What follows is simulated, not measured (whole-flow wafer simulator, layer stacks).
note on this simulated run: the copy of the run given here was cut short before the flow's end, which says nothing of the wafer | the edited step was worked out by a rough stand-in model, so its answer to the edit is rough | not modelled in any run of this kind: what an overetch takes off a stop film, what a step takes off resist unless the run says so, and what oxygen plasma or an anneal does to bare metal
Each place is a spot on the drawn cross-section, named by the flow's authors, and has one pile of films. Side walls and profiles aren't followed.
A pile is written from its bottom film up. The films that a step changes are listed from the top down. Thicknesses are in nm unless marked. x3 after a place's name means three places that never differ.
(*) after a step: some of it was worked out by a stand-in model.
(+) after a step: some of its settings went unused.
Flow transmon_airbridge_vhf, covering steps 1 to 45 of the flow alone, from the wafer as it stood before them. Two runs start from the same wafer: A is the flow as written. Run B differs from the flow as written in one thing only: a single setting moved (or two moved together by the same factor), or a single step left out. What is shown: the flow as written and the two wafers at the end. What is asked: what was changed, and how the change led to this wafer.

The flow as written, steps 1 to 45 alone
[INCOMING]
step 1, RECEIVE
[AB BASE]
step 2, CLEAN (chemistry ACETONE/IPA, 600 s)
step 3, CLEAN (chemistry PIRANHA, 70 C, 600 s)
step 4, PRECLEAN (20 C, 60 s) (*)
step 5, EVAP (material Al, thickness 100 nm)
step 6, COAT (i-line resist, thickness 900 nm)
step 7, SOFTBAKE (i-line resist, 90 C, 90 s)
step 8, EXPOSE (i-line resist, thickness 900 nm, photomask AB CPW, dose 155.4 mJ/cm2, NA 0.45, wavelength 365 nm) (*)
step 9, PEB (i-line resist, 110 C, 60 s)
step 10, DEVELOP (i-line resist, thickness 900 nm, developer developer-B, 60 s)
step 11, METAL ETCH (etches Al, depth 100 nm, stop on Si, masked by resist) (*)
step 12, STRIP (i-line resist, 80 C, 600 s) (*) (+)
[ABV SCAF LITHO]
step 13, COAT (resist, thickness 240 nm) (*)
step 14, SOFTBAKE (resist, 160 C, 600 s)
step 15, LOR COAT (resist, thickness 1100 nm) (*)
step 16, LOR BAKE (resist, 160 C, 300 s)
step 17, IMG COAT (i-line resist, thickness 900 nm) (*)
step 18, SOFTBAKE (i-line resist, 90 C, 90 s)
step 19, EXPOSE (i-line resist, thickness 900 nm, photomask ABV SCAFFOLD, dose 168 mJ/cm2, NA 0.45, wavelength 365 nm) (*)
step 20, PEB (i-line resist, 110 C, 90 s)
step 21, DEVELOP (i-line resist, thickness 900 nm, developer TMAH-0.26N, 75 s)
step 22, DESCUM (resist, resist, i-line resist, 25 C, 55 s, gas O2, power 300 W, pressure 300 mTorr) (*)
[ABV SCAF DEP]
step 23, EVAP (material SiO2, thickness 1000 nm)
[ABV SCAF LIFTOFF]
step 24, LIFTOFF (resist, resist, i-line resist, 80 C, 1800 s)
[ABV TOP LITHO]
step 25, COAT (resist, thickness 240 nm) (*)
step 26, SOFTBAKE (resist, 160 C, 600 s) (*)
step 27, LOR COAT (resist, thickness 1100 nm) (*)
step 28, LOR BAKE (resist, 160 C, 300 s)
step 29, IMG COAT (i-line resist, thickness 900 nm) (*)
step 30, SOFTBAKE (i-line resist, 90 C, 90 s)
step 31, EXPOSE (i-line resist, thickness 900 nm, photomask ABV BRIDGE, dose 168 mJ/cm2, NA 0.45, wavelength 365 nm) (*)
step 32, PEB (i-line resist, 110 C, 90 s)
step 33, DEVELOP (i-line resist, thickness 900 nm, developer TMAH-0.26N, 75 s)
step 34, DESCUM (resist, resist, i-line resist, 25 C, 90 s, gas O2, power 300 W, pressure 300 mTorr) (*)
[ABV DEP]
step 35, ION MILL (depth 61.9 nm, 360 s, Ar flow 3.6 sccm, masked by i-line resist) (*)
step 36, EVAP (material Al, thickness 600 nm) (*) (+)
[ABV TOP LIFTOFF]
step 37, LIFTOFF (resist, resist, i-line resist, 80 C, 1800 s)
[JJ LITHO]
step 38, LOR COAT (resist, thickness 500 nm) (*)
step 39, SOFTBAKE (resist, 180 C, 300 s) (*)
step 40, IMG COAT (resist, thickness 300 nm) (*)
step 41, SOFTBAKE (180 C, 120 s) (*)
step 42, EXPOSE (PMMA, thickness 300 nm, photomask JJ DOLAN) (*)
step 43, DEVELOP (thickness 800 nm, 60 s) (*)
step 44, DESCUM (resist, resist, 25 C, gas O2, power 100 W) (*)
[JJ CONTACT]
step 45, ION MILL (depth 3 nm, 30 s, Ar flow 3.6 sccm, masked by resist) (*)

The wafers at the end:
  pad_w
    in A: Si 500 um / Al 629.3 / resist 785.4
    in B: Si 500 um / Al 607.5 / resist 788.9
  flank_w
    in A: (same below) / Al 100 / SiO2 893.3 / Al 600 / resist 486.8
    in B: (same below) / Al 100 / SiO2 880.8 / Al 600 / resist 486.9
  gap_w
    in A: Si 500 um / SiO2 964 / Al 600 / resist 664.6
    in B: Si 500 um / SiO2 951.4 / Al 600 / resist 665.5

The reason: step 35, ION MILL: depth 83.6 nm was run, though the flow has depth 61.9 nm; step 35, ION MILL: 486 s was run, where the flow has 360 s.

How this came from the change, step by step:
  step 35, ION MILL (depth 61.9 nm, 360 s, Ar flow 3.6 sccm, masked by i-line resist) (*)
      field x3, jj_line, ground_far, trace_open_s x2, margin_s, margin_n: A i-line resist loses 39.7 | B i-line resist loses 53.6
      flank_w, gap_w, cpw_trace, gap_e, flank_e, bridge_strip: A SiO2 loses 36 | B SiO2 loses 48.6
      (also at 2 further places)
  step 37, LIFTOFF (resist, resist, i-line resist, 80 C, 1800 s)
      field x3, jj_line, trace_open_s x2: A Al loses 600 (all of it), i-line resist loses 600 (all of it), resist loses 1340 (all of it) | B Al loses 600 (all of it), i-line resist loses 586.1 (all of it), resist loses 1340 (all of it)
      margin_s, margin_n: A Al loses 600 (all of it), i-line resist loses 318.3 (all of it), resist loses 992 (all of it) | B Al loses 600 (all of it), i-line resist loses 304.4 (all of it), resist loses 992 (all of it)
